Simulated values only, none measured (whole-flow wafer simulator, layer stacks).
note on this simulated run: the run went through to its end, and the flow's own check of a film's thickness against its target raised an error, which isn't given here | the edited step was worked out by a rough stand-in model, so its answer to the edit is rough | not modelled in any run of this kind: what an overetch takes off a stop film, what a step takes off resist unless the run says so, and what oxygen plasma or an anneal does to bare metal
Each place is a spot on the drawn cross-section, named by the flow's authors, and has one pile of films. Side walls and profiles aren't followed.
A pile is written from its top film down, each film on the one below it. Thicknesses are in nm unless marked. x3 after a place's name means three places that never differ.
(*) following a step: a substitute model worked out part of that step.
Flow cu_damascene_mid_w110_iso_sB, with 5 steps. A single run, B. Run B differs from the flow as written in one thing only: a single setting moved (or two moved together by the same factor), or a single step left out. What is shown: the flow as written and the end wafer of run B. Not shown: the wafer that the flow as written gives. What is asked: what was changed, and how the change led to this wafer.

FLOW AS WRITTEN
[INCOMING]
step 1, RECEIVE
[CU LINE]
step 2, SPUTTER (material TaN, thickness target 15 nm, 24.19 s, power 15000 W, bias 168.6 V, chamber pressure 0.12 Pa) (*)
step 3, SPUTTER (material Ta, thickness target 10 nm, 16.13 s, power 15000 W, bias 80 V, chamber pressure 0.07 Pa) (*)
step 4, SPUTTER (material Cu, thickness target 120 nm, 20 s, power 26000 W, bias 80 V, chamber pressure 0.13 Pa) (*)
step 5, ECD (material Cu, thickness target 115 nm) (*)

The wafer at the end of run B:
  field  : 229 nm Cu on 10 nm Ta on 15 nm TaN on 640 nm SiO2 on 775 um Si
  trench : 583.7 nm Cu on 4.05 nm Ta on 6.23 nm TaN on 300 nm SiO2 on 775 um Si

What caused this: step 4, SPUTTER: thickness target 114 nm was run, whereas the flow has thickness target 120 nm; step 4, SPUTTER: 19 s was run, where the flow has 20 s.

How this came from the change, step by step:
  step 4, SPUTTER (material Cu, thickness target 120 nm, 20 s, power 26000 W, bias 80 V, chamber pressure 0.13 Pa) (*)
      field: +114 Cu (new film) (as written it would have been: +120 Cu (new film))
      trench: +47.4 Cu (new film) (as written it would have been: +49.9 Cu (new film))
